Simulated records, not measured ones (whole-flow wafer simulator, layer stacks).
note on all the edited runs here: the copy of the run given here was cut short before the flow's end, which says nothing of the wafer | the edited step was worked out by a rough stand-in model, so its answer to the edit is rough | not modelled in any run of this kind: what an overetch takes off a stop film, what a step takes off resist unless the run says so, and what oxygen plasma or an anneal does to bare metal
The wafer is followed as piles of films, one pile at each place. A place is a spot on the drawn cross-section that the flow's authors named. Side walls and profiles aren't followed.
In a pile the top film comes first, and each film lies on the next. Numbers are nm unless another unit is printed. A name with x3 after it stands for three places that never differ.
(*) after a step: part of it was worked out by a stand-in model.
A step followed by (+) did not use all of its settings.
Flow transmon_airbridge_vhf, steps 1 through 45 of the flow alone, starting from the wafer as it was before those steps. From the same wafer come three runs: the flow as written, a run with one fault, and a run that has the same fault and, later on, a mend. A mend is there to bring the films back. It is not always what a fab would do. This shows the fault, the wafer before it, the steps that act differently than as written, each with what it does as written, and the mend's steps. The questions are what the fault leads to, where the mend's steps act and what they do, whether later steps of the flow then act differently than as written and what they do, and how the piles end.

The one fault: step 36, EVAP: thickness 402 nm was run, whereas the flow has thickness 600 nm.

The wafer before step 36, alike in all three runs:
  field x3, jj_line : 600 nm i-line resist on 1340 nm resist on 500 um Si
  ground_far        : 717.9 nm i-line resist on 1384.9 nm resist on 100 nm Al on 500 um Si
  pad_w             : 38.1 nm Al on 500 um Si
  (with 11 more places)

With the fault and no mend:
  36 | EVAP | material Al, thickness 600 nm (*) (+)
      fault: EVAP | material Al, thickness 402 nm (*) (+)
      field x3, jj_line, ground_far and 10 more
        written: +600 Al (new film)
        fault: +402 Al (new film)
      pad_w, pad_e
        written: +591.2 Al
        fault: +396.1 Al
  Later steps of the flow acting differently than as written:
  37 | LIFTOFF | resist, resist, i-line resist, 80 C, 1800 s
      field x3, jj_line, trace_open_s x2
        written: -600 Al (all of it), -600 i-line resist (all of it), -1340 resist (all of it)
        fault: -402 Al (all of it), -600 i-line resist (all of it), -1340 resist (all of it)
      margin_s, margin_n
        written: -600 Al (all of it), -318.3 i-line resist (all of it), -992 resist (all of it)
        fault: -402 Al (all of it), -318.3 i-line resist (all of it), -992 resist (all of it)
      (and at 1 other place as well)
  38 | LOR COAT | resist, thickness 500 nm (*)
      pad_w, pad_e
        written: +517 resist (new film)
        fault: +534.2 resist (new film)
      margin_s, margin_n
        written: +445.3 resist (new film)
        fault: +427.8 resist (new film)
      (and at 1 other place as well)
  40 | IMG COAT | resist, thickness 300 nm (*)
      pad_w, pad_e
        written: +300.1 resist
        fault: +309 resist
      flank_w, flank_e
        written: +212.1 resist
        fault: +218.8 resist
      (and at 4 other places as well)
  At pad_w, flank_w, gap_w and 7 more, the piles at the end differ from the flow's by more than 2% or 0.5 nm, whichever is larger.
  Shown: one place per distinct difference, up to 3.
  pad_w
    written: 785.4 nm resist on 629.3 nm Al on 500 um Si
    fault: 811.4 nm resist on 434.2 nm Al on 500 um Si
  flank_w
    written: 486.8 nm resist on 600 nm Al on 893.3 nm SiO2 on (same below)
    fault: 498.2 nm resist on 402 nm Al on 893.3 nm SiO2 on (same below)
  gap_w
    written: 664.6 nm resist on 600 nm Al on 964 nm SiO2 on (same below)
    fault: 679.3 nm resist on 402 nm Al on 964 nm SiO2 on (same below)

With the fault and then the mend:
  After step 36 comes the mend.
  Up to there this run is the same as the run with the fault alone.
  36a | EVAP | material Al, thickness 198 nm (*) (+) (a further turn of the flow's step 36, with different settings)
      field x3, jj_line, ground_far and 10 more
        +198 Al
      pad_w, pad_e
        +195.1 Al
  None of the later steps of the flow differs from how it acts as written, at any place that is followed, by more than 2% or 0.5 nm, whichever is larger.
  When the end is reached, the piles differ only a little from the flow's at the places that both follow, at most by 2% or 0.5 nm, whichever is larger.
